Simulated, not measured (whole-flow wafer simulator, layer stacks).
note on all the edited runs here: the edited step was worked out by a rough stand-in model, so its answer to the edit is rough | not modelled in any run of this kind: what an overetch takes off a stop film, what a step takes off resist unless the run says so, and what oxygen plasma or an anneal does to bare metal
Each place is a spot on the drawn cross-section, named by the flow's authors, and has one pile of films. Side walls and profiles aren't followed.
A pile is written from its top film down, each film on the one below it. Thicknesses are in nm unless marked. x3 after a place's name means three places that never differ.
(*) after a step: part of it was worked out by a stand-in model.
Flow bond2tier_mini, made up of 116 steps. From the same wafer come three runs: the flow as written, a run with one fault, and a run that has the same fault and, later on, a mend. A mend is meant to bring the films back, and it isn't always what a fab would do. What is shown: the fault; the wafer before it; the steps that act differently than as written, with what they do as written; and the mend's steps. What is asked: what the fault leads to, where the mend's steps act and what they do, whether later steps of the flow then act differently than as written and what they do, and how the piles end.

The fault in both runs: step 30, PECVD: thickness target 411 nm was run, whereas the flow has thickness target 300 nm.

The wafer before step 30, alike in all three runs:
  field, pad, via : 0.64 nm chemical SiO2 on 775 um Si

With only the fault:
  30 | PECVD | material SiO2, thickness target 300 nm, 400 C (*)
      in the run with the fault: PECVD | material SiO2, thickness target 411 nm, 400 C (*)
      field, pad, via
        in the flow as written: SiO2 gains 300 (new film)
        in the run with the fault: SiO2 gains 411 (new film)
  Later steps of the flow that are run all act as written at every place that is followed.
  The piles end different from the flow's at field, pad by more than 2% or 0.5 nm, whichever is larger.
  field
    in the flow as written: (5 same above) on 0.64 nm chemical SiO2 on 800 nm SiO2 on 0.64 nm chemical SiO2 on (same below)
    in the run with the fault: (5 same above) on 0.64 nm chemical SiO2 on 911 nm SiO2 on 0.64 nm chemical SiO2 on (same below)
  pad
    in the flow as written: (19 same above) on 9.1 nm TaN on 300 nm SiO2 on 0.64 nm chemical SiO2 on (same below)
    in the run with the fault: (19 same above) on 9.1 nm TaN on 411 nm SiO2 on 0.64 nm chemical SiO2 on (same below)

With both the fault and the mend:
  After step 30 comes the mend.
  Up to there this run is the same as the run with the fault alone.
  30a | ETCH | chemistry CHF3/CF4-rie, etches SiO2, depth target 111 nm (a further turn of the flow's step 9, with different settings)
      field, pad, via
        SiO2 loses 111
  Later steps of the flow that are run all act as written at every place that is followed.
  At every place that both follow, the piles at the end match the flow's.
